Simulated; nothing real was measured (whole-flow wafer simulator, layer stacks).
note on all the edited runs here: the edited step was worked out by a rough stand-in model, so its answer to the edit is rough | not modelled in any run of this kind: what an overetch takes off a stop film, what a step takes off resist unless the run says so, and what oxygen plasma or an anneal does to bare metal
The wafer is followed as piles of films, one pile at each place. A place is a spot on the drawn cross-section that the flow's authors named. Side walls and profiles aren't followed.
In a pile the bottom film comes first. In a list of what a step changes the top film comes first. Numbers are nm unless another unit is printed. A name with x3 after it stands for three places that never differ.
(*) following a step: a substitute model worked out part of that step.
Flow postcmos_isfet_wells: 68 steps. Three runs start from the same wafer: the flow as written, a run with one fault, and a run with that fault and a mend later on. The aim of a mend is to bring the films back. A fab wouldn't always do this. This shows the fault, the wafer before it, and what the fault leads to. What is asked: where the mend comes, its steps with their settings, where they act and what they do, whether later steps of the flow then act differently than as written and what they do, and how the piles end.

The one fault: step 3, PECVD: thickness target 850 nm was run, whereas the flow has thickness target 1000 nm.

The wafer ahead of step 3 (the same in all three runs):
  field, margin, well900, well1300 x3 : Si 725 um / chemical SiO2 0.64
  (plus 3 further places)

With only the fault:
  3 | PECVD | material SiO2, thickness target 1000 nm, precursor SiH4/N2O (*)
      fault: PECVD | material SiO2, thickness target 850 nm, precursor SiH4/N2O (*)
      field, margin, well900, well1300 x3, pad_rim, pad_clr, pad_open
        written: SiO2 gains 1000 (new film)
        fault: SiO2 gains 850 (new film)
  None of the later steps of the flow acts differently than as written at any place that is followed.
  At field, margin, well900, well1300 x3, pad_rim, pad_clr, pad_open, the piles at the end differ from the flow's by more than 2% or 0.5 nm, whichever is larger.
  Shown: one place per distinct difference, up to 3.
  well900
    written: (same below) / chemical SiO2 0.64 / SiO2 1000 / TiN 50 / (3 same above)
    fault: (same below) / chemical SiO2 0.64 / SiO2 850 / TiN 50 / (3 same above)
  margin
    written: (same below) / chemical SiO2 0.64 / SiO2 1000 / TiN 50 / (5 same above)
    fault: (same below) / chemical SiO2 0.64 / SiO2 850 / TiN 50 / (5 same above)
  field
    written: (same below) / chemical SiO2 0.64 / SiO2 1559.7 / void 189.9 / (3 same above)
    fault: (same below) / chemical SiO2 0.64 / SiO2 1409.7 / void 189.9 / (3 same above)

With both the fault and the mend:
  The mend stands after step 3.
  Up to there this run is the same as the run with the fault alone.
  3a | PECVD | material SiO2, thickness target 150 nm, precursor SiH4/N2O (*) (a further turn of the flow's step 3, with different settings)
      field, margin, well900, well1300 x3, pad_rim, pad_clr, pad_open
        SiO2 gains 150
  None of the later steps of the flow acts differently than as written at any place that is followed.
  The piles end the same as the flow's at every place that both follow.
